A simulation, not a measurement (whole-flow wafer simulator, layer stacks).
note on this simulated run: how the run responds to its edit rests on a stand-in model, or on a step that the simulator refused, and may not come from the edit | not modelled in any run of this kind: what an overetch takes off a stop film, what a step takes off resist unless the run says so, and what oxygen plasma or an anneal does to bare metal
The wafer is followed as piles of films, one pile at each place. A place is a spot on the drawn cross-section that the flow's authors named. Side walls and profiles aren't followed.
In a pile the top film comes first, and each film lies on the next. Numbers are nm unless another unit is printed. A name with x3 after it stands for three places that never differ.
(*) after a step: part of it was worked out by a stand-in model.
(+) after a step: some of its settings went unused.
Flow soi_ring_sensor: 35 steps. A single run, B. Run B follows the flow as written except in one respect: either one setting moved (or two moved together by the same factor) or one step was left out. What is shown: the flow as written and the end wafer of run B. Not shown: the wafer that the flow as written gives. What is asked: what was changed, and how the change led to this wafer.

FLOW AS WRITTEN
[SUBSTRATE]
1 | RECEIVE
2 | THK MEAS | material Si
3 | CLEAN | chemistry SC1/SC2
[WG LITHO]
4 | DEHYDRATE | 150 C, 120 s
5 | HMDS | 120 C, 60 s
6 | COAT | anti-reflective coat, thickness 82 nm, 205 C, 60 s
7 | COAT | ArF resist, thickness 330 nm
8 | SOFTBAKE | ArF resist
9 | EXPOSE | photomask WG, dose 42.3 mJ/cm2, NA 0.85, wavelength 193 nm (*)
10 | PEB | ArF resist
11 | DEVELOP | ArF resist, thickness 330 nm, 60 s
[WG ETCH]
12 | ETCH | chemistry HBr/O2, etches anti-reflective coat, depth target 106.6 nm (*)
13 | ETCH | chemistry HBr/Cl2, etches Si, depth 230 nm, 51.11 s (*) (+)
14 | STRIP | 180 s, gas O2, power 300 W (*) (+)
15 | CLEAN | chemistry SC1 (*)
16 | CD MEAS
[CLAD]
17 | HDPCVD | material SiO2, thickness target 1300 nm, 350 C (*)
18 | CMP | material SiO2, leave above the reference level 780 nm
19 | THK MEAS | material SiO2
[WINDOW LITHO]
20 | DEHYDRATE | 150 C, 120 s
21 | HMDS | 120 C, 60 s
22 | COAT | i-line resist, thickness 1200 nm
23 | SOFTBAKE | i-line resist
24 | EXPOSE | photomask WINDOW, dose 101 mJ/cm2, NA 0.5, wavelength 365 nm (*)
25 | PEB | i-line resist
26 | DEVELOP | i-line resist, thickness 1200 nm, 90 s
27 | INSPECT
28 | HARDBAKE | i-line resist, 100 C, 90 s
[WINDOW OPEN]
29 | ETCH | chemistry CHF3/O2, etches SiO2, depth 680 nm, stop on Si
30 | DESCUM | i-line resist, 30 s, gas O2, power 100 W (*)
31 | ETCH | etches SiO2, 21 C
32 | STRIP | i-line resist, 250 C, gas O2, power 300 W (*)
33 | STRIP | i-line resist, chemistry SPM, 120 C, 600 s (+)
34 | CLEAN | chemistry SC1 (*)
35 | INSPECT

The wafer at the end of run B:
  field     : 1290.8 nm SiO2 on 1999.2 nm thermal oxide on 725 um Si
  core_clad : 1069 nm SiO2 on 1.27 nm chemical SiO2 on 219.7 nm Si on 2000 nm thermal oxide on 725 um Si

What caused this: step 18, CMP: leave above the reference level 1069 nm was run, though the flow has leave above the reference level 780 nm.
The wafer lets one read it off: core_clad has SiO2 1069, and step 18 as written asks for 780 nm.

The path from the change to this, step by step:
  18 | CMP | material SiO2, leave above the reference level 780 nm
      gap, window, field, gap_clad: SiO2 loses 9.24 (as written it would have been: SiO2 loses 298.2)
      core, core_clad: SiO2 loses 231 (as written it would have been: SiO2 loses 520)
  31 | ETCH | etches SiO2, 21 C
      core: SiO2 loses 389 (all of it), chemical SiO2 loses 1.27 (all of it) (as written it would have been: SiO2 loses 100 (all of it), chemical SiO2 loses 1.27 (all of it))
